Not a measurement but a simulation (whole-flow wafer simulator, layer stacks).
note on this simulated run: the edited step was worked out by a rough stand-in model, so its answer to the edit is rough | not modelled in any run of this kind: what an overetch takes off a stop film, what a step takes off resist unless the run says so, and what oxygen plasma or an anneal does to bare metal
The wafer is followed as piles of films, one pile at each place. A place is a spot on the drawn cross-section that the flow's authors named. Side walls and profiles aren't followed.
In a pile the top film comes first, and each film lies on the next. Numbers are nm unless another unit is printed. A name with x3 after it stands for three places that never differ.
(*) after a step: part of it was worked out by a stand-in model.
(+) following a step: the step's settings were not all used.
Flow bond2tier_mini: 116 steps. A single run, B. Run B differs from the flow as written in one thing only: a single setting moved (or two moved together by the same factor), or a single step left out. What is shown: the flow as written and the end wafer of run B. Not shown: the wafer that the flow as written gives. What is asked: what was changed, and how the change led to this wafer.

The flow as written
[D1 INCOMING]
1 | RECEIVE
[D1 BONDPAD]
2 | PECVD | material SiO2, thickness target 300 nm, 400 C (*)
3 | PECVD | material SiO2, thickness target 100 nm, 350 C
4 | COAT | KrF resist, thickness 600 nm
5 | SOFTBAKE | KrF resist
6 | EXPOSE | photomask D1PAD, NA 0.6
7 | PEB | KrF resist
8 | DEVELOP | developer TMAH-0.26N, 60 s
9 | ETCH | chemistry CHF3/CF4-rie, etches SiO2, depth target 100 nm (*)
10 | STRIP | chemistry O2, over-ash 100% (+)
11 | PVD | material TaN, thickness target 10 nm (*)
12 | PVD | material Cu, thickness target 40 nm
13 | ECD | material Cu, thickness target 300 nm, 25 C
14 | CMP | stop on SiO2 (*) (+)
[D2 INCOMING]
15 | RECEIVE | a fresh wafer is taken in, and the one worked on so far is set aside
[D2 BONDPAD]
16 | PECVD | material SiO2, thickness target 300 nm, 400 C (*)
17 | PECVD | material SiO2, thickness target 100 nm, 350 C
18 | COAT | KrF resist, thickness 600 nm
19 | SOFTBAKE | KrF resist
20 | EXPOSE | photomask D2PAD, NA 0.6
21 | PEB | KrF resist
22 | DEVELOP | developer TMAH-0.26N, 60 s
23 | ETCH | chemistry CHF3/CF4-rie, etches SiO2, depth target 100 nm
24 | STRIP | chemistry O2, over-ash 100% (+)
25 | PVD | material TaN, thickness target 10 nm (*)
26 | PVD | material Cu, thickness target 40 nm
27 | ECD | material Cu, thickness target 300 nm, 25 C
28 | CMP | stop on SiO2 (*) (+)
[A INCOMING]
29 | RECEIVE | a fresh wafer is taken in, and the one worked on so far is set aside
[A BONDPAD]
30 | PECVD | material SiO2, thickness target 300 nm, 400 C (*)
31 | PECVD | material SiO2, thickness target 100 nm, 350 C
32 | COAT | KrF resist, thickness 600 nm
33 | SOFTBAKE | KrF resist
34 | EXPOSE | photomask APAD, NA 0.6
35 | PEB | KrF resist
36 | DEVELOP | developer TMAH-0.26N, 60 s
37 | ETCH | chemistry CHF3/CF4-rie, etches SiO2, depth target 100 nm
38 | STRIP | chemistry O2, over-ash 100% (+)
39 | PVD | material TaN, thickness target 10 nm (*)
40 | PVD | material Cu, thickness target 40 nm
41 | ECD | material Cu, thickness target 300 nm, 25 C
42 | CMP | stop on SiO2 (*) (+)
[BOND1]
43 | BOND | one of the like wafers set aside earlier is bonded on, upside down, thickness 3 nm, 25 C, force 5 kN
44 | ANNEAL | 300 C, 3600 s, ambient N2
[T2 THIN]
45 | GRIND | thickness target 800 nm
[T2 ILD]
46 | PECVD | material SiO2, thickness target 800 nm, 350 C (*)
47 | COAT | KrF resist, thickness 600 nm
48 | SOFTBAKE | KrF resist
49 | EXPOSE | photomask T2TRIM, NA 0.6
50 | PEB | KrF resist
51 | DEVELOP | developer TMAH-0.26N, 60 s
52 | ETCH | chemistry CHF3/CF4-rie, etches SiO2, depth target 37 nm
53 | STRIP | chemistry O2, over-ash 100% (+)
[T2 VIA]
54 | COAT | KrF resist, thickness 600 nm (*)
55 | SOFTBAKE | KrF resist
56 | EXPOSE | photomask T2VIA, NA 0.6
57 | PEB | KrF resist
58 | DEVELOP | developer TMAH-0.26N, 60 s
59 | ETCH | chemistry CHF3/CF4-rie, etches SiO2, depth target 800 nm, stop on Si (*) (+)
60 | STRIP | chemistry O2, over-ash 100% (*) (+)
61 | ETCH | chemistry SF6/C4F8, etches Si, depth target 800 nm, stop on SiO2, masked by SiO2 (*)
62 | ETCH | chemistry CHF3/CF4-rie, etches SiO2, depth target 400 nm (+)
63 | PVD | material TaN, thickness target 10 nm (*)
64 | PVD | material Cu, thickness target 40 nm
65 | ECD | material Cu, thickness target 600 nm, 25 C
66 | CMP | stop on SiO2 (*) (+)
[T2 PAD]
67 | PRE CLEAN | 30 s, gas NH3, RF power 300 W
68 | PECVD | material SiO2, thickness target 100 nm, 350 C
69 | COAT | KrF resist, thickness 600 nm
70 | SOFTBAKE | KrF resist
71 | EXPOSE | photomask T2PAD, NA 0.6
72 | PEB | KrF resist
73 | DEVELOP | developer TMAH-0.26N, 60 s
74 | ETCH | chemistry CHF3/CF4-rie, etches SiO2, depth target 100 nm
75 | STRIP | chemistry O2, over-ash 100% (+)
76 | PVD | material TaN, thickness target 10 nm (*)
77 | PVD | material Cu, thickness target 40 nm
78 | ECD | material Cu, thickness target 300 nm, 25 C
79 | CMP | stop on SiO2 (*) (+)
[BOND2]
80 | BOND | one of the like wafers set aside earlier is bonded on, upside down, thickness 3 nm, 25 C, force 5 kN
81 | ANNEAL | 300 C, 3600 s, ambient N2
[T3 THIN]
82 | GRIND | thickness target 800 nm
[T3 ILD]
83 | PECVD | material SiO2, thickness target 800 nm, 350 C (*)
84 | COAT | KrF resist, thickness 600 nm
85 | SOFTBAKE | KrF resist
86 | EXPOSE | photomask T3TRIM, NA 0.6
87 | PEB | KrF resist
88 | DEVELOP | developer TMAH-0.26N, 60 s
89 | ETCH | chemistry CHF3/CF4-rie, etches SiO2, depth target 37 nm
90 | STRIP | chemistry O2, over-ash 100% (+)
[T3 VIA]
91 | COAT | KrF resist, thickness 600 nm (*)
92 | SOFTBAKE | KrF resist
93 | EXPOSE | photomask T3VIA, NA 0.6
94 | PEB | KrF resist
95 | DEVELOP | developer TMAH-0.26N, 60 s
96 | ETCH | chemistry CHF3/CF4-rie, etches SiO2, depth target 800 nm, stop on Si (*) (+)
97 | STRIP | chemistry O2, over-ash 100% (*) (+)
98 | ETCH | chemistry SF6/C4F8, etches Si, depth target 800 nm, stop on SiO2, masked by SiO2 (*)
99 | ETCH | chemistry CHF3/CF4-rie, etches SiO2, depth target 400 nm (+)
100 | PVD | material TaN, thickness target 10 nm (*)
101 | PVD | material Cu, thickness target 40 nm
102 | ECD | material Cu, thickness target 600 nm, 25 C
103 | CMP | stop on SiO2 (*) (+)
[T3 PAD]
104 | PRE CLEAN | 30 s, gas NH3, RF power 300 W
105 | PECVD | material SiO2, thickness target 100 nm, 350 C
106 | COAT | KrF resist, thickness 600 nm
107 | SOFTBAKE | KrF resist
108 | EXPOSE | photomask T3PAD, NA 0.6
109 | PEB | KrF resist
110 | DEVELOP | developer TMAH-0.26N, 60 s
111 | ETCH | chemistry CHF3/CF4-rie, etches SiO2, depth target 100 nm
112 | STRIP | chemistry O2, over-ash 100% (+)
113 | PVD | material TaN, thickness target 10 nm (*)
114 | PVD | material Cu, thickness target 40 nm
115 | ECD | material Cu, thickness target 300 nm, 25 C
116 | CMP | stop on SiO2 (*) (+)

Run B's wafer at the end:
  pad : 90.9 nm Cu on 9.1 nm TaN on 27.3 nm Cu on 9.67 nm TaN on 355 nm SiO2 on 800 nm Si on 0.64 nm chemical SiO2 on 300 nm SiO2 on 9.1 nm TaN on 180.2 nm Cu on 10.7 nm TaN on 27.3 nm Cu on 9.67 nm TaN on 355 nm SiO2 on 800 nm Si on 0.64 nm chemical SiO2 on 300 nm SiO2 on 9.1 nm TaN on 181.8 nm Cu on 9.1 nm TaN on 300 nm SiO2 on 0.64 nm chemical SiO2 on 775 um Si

The reason: step 76, PVD: thickness target 11.8 nm was run, whereas the flow has thickness target 10 nm.

Step by step, how the change led to this:
  76 | PVD | material TaN, thickness target 10 nm (*)
      field: TaN gains 11.8 (new film) (in the flow as written it would be: TaN gains 10 (new film))
      pad: TaN gains 10.7 (new film) (in the flow as written it would be: TaN gains 9.1 (new film))
  79 | CMP | stop on SiO2 (*) (+)
      field: Cu loses 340 (all of it), TaN loses 11.8 (all of it) (in the flow as written it would be: Cu loses 340 (all of it), TaN loses 10 (all of it))
